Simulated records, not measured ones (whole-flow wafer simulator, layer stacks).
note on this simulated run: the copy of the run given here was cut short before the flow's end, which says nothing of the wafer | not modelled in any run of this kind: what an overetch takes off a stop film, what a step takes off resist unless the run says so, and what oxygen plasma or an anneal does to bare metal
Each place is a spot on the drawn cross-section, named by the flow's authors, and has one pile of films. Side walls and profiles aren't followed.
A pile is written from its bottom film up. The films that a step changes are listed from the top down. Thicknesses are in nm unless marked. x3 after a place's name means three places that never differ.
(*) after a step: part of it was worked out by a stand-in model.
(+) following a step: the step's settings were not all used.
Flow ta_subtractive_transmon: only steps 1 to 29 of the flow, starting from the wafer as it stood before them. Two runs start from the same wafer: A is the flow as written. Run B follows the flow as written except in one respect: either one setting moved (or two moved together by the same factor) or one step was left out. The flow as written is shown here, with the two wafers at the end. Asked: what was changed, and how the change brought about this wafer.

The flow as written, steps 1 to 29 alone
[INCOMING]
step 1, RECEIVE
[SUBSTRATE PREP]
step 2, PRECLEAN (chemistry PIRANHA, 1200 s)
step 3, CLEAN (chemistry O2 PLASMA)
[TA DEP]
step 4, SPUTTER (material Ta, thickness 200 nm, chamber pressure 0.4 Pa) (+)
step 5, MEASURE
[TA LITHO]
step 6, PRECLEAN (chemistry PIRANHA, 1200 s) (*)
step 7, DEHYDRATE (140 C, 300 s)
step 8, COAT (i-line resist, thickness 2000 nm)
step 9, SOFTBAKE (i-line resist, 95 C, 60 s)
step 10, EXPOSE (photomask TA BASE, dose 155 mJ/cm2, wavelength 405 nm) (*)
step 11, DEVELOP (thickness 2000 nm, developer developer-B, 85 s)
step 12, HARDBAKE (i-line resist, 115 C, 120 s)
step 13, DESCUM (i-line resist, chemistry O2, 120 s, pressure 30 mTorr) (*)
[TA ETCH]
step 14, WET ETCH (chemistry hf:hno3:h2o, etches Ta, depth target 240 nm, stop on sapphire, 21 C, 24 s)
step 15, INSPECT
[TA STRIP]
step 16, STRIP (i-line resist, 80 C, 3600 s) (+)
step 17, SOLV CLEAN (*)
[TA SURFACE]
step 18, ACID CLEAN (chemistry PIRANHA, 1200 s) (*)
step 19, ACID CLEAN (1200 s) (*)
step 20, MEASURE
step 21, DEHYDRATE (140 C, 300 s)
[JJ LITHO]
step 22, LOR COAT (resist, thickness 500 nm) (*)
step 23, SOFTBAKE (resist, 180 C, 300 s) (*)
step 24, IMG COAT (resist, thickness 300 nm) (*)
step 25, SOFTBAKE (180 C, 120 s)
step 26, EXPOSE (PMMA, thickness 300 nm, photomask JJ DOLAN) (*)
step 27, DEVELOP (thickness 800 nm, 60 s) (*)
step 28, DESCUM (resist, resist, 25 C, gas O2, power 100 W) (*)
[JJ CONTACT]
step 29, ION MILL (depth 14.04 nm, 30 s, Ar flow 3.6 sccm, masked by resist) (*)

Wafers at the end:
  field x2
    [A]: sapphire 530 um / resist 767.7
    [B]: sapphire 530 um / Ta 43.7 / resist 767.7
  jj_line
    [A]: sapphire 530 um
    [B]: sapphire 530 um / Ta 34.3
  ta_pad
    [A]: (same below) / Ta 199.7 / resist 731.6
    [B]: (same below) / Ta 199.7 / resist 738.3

What caused this: step 14, WET ETCH: 15.6 s was run, whereas the flow has 24 s.

Step by step, how the change led to this:
  step 14, WET ETCH (chemistry hf:hno3:h2o, etches Ta, depth target 240 nm, stop on sapphire, 21 C, 24 s)
      field x2, jj_line, lead: A -200 Ta (all of it) | B -156 Ta
  step 22, LOR COAT (resist, thickness 500 nm) (*)
      lead: A +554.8 resist (new film) | B +543.5 resist (new film)
      ta_contact: A +443.8 resist (new film) | B +455.2 resist (new film)
  step 29, ION MILL (depth 14.04 nm, 30 s, Ar flow 3.6 sccm, masked by resist) (*)
      jj_line, lead: A -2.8 sapphire | B -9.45 Ta
With metal films that touch counted as one body, field x2 has 1 body; the flow as written gives 0 bodies.
With metal films that touch counted as one body, jj_line has 1 body; the flow as written gives 0 bodies.
